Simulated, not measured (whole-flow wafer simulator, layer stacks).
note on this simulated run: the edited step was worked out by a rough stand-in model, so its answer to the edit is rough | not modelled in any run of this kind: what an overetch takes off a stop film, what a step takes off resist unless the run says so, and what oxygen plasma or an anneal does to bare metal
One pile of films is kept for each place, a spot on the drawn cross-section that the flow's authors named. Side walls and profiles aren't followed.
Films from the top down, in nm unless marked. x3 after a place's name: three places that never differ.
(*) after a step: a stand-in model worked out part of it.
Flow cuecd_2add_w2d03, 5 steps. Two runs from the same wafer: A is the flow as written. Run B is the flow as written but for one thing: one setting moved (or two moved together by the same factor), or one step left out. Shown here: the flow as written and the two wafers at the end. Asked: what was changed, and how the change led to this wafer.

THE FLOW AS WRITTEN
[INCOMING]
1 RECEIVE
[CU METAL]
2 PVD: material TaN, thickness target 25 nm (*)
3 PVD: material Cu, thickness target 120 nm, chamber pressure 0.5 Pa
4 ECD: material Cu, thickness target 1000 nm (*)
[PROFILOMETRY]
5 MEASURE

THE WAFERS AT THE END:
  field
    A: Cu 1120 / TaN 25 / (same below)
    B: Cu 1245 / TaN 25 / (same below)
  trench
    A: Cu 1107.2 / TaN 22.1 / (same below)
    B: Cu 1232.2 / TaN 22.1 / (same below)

The cause: step 4, ECD: thickness target 1125 nm was run, where the flow has thickness target 1000 nm.

How the change led to this, step by step:
  4 ECD: material Cu, thickness target 1000 nm (*)
      field, trench: A Cu +1000 | B Cu +1125
